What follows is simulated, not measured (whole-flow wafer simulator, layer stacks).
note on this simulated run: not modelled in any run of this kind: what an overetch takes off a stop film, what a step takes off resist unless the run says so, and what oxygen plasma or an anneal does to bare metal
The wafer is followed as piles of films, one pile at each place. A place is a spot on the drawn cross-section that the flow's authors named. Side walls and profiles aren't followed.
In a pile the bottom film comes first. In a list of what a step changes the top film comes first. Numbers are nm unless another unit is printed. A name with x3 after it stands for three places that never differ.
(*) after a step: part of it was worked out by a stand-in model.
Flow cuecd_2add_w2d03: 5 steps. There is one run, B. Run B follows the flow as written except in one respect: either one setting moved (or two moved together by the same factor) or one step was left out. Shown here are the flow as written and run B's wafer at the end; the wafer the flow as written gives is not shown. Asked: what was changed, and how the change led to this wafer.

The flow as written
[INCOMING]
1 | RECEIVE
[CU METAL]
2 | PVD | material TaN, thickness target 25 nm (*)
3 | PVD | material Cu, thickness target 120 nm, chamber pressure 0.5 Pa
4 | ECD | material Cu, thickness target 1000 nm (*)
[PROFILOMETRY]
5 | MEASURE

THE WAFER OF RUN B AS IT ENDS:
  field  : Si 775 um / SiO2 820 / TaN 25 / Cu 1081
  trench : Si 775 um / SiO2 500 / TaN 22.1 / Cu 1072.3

The reason: step 3, PVD: thickness target 81 nm was run, though the flow has thickness target 120 nm.

The path from the change to this, step by step:
  3 | PVD | material Cu, thickness target 120 nm, chamber pressure 0.5 Pa
      field: +81 Cu (new film) (in the flow as written it would be: +120 Cu (new film))
      trench: +72.3 Cu (new film) (in the flow as written it would be: +107.2 Cu (new film))
